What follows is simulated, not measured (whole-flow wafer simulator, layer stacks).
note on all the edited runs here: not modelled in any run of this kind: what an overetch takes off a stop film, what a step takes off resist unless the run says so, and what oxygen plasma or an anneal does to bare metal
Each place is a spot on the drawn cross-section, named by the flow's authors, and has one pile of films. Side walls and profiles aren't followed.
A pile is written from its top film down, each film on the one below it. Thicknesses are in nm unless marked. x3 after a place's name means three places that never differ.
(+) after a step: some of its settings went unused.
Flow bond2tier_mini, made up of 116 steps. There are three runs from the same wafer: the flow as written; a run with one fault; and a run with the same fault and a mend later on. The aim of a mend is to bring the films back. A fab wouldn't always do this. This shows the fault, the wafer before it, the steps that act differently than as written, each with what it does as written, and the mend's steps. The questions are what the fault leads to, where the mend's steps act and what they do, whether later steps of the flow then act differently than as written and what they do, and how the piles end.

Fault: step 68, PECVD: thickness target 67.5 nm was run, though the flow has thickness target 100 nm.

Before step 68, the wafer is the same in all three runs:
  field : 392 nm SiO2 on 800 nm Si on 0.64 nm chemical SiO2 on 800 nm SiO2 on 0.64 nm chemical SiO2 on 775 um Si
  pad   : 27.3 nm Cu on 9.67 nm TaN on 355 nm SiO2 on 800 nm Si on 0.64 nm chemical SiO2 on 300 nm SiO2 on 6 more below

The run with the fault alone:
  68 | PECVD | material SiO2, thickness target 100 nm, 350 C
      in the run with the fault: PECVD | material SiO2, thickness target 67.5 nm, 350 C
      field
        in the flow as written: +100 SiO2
        in the run with the fault: +67.5 SiO2
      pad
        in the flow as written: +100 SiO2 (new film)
        in the run with the fault: +67.5 SiO2 (new film)
  Steps later in the flow that act otherwise than as written (not shown: 1 more step that differs only slightly, by at most 2% or 0.5 nm, whichever is larger):
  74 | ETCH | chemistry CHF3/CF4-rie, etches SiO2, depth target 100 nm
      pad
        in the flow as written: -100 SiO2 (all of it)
        in the run with the fault: -67.5 SiO2 (all of it), -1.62 Cu
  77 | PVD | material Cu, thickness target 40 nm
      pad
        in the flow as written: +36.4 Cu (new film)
        in the run with the fault: +37.5 Cu (new film)
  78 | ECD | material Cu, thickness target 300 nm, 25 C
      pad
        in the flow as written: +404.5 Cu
        in the run with the fault: +372.2 Cu
  By the end, the piles at field, pad depart from the flow's by more than 2% or 0.5 nm, whichever is larger.
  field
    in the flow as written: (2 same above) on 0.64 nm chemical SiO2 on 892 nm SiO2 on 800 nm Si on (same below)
    in the run with the fault: (2 same above) on 0.64 nm chemical SiO2 on 859.5 nm SiO2 on 800 nm Si on (same below)
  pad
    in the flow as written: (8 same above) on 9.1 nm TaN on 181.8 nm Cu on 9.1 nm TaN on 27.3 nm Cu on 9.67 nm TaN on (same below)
    in the run with the fault: (8 same above) on 9.1 nm TaN on 150.6 nm Cu on 9.42 nm TaN on 25.7 nm Cu on 9.67 nm TaN on (same below)

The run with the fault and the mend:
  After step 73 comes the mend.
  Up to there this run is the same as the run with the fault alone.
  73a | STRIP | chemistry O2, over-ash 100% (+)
      field
        -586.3 KrF resist (all of it)
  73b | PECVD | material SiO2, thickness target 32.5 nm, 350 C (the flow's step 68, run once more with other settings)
      field, pad
        +32.5 SiO2
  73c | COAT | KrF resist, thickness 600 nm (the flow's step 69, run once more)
      field, pad
        +600 KrF resist (new film)
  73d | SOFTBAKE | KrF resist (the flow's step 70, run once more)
      does not change any film at any place that is followed
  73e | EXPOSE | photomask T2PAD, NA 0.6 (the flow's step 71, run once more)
      does not change any film at any place that is followed
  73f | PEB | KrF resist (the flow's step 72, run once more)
      does not change any film at any place that is followed
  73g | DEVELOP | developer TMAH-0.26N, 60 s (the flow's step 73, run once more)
      field
        -13.7 KrF resist
      pad
        -600 KrF resist (all of it)
  Later steps of the flow that are run all act as written at every place that is followed.
  At every place that both follow, the piles at the end match the flow's.
